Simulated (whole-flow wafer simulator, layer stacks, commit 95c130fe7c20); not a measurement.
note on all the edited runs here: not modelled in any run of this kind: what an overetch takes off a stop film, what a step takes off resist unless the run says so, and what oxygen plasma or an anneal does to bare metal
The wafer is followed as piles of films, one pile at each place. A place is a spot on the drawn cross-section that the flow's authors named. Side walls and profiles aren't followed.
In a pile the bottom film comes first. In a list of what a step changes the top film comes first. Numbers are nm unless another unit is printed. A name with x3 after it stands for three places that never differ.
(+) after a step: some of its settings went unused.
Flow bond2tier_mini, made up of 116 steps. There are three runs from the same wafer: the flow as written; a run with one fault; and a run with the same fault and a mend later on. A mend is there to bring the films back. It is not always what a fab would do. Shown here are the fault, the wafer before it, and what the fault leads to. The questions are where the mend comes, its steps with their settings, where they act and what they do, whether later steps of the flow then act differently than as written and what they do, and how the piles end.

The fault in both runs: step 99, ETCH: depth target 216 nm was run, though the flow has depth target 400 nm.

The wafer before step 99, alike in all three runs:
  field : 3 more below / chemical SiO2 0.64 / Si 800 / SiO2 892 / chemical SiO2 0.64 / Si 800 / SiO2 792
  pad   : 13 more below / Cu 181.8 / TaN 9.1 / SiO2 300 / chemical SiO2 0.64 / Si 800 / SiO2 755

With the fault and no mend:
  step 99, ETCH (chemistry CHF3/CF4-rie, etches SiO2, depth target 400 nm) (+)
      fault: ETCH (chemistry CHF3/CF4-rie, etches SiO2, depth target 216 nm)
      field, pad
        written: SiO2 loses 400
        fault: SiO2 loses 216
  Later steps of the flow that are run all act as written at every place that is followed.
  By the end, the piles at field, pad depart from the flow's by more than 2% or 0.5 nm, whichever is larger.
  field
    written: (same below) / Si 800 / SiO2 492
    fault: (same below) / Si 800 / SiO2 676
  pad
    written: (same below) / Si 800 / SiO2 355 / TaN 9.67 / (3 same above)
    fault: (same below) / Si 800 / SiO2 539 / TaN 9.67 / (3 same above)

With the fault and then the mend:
  After step 99 comes the mend.
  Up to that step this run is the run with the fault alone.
  step 99a, ETCH (chemistry CHF3/CF4-rie, etches SiO2, depth target 184 nm) (+) (a further turn of the flow's step 99, with different settings)
      field, pad
        SiO2 loses 184
  Later steps of the flow that are run all act as written at every place that is followed.
  By the end, the piles equal the flow's at every place that both follow.
